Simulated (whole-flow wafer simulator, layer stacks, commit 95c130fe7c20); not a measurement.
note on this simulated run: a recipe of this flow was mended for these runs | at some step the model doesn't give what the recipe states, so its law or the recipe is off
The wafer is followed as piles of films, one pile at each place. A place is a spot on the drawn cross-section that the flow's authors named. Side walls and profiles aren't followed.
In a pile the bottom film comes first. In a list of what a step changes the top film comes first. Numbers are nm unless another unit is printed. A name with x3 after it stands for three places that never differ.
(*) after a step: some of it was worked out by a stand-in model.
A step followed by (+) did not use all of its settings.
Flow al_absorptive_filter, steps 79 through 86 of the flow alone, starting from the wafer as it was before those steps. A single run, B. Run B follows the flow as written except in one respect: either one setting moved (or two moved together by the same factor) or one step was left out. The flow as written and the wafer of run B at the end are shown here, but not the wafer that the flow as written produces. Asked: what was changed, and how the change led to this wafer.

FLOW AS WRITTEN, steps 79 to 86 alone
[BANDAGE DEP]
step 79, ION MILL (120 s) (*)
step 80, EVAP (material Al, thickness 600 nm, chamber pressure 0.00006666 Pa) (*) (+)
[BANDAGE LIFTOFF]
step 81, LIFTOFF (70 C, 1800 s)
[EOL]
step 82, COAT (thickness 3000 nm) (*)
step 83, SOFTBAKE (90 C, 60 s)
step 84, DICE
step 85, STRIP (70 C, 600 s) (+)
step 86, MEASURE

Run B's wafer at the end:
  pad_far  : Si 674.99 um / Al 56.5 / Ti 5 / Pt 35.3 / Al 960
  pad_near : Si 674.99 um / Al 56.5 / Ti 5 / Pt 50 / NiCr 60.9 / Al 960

The reason: step 80, EVAP: thickness 960 nm was run, while the flow as written has thickness 600 nm.
The wafer lets one read it off: pad_far has Al 960, and step 80 as written asks for 600 nm.

Step by step, how the change led to this:
  step 80, EVAP (material Al, thickness 600 nm, chamber pressure 0.00006666 Pa) (*) (+)
      gnd, pad_far, pad_near and 11 more: +960 Al (new film) (in the flow as written it would be: +600 Al (new film))
  step 81, LIFTOFF (70 C, 1800 s)
      xa_field, xl_land, idc_field: -960 Al (all of it), -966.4 i-line-resist (all of it), -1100 lift-off-underlayer (all of it), -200 acrylic-e-beam-resist (all of it) (in the flow as written it would be: -600 Al (all of it), -966.4 i-line-resist (all of it), -1100 lift-off-underlayer (all of it), -200 acrylic-e-beam-resist (all of it))
      gnd: -960 Al (all of it), -968.3 i-line-resist (all of it), -1103.3 lift-off-underlayer (all of it), -200.9 acrylic-e-beam-resist (all of it) (in the flow as written it would be: -600 Al (all of it), -968.3 i-line-resist (all of it), -1103.3 lift-off-underlayer (all of it), -200.9 acrylic-e-beam-resist (all of it))
      (also at 8 further places)
  step 82, COAT (thickness 3000 nm) (*)
      pad_far: +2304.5 i-line-resist (new film) (in the flow as written it would be: +2560.9 i-line-resist (new film))
      pad_near: +2220.3 i-line-resist (new film) (in the flow as written it would be: +2480.3 i-line-resist (new film))
      (also at 1 further place)
  step 83, SOFTBAKE (90 C, 60 s)
      gnd: +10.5 i-line-resist (in the flow as written it would be: +6.13 i-line-resist)
      pad_far: -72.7 i-line-resist (in the flow as written it would be: -44.2 i-line-resist)
      (also at 3 further places)
  step 85, STRIP (70 C, 600 s) (+)
      pad_far: -2231.8 i-line-resist (all of it) (in the flow as written it would be: -2516.7 i-line-resist (all of it))
      pad_near: -2152.9 i-line-resist (all of it) (in the flow as written it would be: -2439.3 i-line-resist (all of it))
      (also at 1 further place)
